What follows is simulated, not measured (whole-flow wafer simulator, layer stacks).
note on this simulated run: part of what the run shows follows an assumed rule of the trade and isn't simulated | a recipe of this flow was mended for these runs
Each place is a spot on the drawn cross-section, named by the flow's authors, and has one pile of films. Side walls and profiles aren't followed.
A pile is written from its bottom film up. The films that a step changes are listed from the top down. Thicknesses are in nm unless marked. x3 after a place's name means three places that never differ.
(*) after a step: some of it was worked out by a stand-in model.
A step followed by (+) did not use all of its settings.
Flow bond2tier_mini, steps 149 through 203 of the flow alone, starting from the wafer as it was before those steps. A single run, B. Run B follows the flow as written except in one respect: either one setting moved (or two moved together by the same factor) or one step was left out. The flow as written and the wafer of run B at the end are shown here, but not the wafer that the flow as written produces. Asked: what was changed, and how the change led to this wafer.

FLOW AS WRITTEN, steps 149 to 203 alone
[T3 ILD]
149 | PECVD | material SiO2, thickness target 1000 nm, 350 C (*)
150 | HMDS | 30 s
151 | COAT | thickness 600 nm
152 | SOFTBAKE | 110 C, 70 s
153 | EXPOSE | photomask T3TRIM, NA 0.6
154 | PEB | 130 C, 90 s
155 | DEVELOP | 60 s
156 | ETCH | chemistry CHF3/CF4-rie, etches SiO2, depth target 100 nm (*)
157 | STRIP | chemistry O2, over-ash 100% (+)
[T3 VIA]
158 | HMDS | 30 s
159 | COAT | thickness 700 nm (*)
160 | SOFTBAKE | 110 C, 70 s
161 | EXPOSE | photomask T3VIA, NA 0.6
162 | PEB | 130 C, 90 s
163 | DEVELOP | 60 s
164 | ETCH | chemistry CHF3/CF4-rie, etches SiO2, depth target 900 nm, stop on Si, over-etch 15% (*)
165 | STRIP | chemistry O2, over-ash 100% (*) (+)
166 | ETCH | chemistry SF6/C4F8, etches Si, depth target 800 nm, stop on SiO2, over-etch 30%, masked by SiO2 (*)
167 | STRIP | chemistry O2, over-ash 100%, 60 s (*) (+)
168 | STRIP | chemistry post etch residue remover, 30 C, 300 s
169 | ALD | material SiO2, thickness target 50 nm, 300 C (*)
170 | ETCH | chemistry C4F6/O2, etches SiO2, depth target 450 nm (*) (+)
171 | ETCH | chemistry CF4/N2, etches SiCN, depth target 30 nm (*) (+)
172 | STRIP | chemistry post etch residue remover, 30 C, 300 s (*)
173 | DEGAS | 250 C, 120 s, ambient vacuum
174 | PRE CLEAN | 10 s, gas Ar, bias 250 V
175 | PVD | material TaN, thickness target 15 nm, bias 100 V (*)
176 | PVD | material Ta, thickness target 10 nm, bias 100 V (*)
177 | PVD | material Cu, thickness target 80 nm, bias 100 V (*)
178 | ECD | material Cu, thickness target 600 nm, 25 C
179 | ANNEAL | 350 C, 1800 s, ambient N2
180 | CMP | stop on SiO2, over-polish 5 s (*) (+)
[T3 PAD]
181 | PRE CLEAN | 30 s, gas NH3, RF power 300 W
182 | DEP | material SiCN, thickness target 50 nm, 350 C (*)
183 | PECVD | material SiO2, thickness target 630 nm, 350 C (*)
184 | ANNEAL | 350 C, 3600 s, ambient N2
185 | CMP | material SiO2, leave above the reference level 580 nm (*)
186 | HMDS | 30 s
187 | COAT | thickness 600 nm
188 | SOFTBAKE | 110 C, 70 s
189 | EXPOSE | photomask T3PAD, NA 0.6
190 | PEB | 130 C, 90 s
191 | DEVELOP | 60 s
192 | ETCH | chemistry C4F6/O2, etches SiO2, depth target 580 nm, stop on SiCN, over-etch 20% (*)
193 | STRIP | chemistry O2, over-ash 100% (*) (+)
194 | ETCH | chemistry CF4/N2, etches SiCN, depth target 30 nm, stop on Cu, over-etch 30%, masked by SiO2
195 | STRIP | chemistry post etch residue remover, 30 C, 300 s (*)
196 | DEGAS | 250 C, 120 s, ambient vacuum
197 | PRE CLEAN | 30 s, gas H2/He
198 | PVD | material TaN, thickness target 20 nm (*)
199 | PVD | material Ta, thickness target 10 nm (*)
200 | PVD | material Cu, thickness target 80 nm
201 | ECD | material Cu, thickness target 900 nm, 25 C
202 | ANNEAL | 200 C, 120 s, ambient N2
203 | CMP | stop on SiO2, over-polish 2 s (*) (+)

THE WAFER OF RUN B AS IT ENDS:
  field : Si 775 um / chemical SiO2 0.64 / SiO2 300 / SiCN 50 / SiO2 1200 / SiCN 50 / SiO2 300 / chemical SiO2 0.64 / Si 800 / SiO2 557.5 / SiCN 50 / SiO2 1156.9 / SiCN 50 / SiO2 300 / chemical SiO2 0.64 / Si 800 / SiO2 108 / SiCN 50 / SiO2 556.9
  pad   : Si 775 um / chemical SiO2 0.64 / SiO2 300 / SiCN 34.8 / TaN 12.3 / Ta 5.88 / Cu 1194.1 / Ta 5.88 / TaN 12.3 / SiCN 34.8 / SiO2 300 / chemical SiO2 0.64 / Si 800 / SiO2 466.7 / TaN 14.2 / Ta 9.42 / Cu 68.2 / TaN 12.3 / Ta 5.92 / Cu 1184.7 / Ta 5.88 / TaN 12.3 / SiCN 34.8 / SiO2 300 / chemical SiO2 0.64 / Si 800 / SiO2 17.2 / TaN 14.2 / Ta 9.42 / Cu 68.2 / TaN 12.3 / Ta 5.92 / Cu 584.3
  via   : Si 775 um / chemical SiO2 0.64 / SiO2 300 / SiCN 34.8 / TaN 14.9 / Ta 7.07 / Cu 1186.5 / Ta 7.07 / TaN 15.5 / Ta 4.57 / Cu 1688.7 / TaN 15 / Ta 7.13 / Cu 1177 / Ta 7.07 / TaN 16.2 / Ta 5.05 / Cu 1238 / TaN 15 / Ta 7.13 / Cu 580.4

The reason: step 149, PECVD: thickness target 550 nm was run, whereas the flow has thickness target 1000 nm.

How this came from the change, step by step:
  149 | PECVD | material SiO2, thickness target 1000 nm, 350 C (*)
      field, pad, via: +550 SiO2 (new film) (in the flow as written it would be: +1000 SiO2 (new film))
  164 | ETCH | chemistry CHF3/CF4-rie, etches SiO2, depth target 900 nm, stop on Si, over-etch 15% (*)
      field, pad: -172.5 thick-KrF-resist (in the flow as written it would be: -345 thick-KrF-resist)
      via: -450 SiO2 (all of it), -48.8 Si (in the flow as written it would be: -900 SiO2 (all of it), -11.2 Si)
  165 | STRIP | chemistry O2, over-ash 100% (*) (+)
      field: -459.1 thick-KrF-resist (all of it) (in the flow as written it would be: -286.6 thick-KrF-resist (all of it))
      pad: -545.4 thick-KrF-resist (all of it) (in the flow as written it would be: -372.9 thick-KrF-resist (all of it))
  166 | ETCH | chemistry SF6/C4F8, etches Si, depth target 800 nm, stop on SiO2, over-etch 30%, masked by SiO2 (*)
      field, pad: -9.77 SiO2 (in the flow as written it would be: -10.3 SiO2)
      via: -751.2 Si (all of it), -0.64 chemical SiO2 (all of it), -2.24 SiO2 (in the flow as written it would be: -788.8 Si (all of it), -0.64 chemical SiO2 (all of it), -1.87 SiO2)
  175 | PVD | material TaN, thickness target 15 nm, bias 100 V (*)
      via: +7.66 TaN (in the flow as written it would be: +6.94 TaN)
  177 | PVD | material Cu, thickness target 80 nm, bias 100 V (*)
      via: +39 Cu (new film) (in the flow as written it would be: +35 Cu (new film))
  178 | ECD | material Cu, thickness target 600 nm, 25 C
      via: +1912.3 Cu (in the flow as written it would be: +2367 Cu)
